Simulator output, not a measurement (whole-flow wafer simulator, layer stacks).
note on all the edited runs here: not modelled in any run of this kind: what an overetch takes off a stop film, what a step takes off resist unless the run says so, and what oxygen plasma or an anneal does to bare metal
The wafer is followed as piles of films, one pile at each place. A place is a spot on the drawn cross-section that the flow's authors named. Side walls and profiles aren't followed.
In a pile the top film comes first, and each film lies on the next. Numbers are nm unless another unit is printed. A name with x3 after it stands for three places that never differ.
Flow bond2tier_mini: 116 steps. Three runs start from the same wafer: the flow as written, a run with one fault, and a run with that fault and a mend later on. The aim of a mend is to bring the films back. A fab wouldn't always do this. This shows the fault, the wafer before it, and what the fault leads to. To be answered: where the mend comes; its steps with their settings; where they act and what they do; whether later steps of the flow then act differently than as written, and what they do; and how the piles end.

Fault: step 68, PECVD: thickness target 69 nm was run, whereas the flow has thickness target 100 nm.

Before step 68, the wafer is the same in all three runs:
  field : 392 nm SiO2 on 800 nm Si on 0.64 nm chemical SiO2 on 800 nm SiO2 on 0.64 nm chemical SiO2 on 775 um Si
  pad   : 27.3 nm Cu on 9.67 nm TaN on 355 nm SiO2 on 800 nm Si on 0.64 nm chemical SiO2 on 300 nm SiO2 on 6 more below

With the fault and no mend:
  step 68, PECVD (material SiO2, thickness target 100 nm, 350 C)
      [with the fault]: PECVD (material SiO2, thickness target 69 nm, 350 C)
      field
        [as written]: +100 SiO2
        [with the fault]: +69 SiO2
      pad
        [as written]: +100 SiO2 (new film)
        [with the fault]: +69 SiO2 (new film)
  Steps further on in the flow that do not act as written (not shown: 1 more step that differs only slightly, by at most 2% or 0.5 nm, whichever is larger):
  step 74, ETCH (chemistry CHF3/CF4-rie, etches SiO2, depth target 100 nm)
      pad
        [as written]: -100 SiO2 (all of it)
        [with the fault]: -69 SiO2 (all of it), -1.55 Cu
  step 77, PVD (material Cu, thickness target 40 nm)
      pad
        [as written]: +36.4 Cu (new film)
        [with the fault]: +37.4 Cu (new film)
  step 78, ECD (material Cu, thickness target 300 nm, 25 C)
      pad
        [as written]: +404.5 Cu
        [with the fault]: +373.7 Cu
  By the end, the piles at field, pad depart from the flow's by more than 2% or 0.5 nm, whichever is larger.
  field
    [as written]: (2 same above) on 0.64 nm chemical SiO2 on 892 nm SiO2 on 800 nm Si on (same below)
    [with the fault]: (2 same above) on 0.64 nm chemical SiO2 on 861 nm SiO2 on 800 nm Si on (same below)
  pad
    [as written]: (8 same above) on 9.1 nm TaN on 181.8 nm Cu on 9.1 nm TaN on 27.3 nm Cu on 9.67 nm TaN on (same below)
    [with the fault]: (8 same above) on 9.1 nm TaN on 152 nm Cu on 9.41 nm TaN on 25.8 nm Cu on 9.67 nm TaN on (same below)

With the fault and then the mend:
  The mend stands after step 68.
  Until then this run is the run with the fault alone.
  step 68a, PECVD (material SiO2, thickness target 31 nm, 350 C) (the flow's step 68, run once more with other settings)
      field, pad
        +31 SiO2
  Later steps of the flow that are run all act as written at every place that is followed.
  The piles end the same as the flow's at every place that both follow.
